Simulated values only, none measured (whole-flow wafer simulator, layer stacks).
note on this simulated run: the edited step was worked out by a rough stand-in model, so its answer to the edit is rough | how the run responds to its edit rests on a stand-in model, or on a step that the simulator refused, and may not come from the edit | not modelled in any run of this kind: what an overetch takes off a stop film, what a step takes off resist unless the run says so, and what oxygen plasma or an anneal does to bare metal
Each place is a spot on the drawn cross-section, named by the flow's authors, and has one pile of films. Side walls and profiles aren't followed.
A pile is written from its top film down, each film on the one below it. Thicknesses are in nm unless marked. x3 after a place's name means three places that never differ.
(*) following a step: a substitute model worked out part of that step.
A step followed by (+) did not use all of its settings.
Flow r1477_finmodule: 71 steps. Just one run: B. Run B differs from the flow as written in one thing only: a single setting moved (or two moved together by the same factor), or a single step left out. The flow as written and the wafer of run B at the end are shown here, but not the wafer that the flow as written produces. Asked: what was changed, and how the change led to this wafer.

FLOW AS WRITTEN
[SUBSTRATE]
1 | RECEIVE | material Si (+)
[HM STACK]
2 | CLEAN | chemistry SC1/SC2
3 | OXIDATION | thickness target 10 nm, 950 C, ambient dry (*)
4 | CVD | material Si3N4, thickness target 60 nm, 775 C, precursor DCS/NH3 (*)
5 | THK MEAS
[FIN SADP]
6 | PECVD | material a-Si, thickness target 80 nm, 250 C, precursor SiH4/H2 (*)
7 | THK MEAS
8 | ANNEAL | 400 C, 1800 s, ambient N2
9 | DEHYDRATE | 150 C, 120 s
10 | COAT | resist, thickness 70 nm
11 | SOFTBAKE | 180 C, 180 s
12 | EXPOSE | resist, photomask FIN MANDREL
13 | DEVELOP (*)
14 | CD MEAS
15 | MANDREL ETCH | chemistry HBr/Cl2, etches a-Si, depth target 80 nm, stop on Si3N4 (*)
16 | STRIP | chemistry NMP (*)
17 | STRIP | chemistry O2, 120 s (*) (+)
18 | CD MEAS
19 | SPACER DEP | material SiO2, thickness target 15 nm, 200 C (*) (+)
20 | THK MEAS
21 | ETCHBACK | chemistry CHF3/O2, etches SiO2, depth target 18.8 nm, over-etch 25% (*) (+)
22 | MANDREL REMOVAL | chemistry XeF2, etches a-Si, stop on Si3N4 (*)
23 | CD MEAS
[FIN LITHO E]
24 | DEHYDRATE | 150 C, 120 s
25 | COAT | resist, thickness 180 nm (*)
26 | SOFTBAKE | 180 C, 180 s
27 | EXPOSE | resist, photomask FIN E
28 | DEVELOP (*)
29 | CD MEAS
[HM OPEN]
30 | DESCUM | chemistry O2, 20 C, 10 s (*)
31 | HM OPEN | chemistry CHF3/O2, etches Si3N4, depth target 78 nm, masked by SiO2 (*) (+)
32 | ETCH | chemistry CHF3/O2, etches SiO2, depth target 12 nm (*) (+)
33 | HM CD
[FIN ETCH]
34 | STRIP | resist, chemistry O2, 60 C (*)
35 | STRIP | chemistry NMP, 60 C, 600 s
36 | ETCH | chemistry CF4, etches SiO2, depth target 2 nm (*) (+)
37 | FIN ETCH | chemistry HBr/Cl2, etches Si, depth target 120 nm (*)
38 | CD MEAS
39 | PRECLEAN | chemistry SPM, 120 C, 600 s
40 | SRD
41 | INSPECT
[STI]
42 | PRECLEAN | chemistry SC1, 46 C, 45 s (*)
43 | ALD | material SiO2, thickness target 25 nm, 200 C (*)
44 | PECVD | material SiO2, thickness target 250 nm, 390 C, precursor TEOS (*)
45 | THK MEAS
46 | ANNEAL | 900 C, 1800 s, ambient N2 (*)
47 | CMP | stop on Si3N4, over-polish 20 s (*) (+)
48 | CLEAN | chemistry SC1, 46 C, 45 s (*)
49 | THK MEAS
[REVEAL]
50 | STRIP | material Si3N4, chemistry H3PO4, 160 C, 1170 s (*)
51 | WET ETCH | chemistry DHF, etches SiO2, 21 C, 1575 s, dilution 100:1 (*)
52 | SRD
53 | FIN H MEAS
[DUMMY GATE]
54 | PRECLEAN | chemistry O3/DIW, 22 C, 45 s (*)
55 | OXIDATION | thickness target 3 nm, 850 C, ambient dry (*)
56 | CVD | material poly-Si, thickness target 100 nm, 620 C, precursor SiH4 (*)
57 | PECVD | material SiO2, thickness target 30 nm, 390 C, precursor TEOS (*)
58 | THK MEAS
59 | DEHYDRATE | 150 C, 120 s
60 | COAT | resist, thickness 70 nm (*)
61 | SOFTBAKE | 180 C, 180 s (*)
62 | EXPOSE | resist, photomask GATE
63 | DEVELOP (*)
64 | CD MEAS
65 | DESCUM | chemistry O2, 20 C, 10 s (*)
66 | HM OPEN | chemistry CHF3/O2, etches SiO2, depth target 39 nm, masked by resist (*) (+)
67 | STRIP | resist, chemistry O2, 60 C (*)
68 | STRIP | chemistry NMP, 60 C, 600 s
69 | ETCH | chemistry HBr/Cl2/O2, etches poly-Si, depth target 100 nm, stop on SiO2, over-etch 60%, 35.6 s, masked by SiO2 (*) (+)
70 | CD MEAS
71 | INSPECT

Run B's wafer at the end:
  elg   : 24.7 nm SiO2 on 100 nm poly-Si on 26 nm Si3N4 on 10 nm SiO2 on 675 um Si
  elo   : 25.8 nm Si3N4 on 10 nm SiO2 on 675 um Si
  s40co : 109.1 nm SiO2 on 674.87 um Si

Cause: step 21, ETCHBACK: depth target 25.4 nm was run, whereas the flow has depth target 18.8 nm.

How this came from the change, step by step:
  21 | ETCHBACK | chemistry CHF3/O2, etches SiO2, depth target 18.8 nm, over-etch 25% (*) (+)
      pad, padg, elg and 21 more: SiO2 loses 15 (all of it), Si3N4 loses 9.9 (as written it would have been: SiO2 loses 15 (all of it), Si3N4 loses 3.62)
      s40cg, s45cg, s50cg, s40co, s45co, s50co: SiO2 loses 15.4 (all of it), a-Si loses 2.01 (as written it would have been: SiO2 loses 15.4 (all of it), a-Si loses 0.69)
      (also at 6 further places)
  25 | COAT | resist, thickness 180 nm (*)
      s40cg, s40co: resist gains 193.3 (new film) (as written it would have been: resist gains 197.6 (new film))
      s45cg, s45co: resist gains 193.7 (new film) (as written it would have been: resist gains 197.7 (new film))
      (also at 4 further places)
  28 | DEVELOP (*)
      s40cg, s40co: resist loses 193.3 (all of it) (as written it would have been: resist loses 197.6 (all of it))
      s45cg, s45co: resist loses 193.7 (all of it) (as written it would have been: resist loses 197.7 (all of it))
      (also at 4 further places)
  31 | HM OPEN | chemistry CHF3/O2, etches Si3N4, depth target 78 nm, masked by SiO2 (*) (+)
      pad, padg, esg and 13 more: Si3N4 loses 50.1 (all of it), SiO2 loses 10 (all of it) (as written it would have been: Si3N4 loses 56.4 (all of it), SiO2 loses 10 (all of it))
      elg, e40lg, e100lg, e200lg, elo, e40lo, e100lo, e200lo: resist loses 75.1 (as written it would have been: resist loses 78)
      (also at 12 further places)
  32 | ETCH | chemistry CHF3/O2, etches SiO2, depth target 12 nm (*) (+)
      s40cg, s45cg, s50cg, s40co, s45co, s50co: SiO2 loses 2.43 (all of it), Si loses 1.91 (as written it would have been: SiO2 loses 1 (all of it), Si loses 2.2)
  34 | STRIP | resist, chemistry O2, 60 C (*)
      elg, e40lg, e100lg, e200lg, elo, e40lo, e100lo, e200lo: resist loses 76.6 (all of it) (as written it would have been: resist loses 73.8 (all of it))
  43 | ALD | material SiO2, thickness target 25 nm, 200 C (*)
      s40cg, s45cg, s50cg, s40co, s45co, s50co: SiO2 gains 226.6 (new film) (as written it would have been: SiO2 gains 232.1 (new film))
      esg: SiO2 gains 188 (new film) (as written it would have been: SiO2 gains 194.3 (new film))
  47 | CMP | stop on Si3N4, over-polish 20 s (*) (+)
      elg, esg, e40lg and 6 more: SiO2 loses 235.3 (as written it would have been: SiO2 loses 241.6)
  51 | WET ETCH | chemistry DHF, etches SiO2, 21 C, 1575 s, dilution 100:1 (*)
      elg, e40lg, e100lg, e200lg, elo, e40lo, e100lo, e200lo: SiO2 loses 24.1 (all of it), Si3N4 loses 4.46 (as written it would have been: SiO2 loses 17.8 (all of it), Si3N4 loses 4.97)
  56 | CVD | material poly-Si, thickness target 100 nm, 620 C, precursor SiH4 (*)
      esg: poly-Si gains 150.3 (new film) (as written it would have been: poly-Si gains 156 (new film))
  60 | COAT | resist, thickness 70 nm (*)
      e40sg, eso, e40so: resist gains 124 (new film) (as written it would have been: resist gains 129.5 (new film))
      e100sg, e100so: resist gains 123.9 (new film) (as written it would have been: resist gains 129.4 (new film))
      (also at 2 further places)
  63 | DEVELOP (*)
      eso, e40so: resist loses 124 (all of it) (as written it would have been: resist loses 129.5 (all of it))
      e100so: resist loses 123.9 (all of it) (as written it would have been: resist loses 129.4 (all of it))
      (also at 1 further place)
  67 | STRIP | resist, chemistry O2, 60 C (*)
      e40sg: resist loses 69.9 (all of it) (as written it would have been: resist loses 75.4 (all of it))
      e100sg: resist loses 69.8 (all of it) (as written it would have been: resist loses 75.3 (all of it))
      (also at 1 further place)
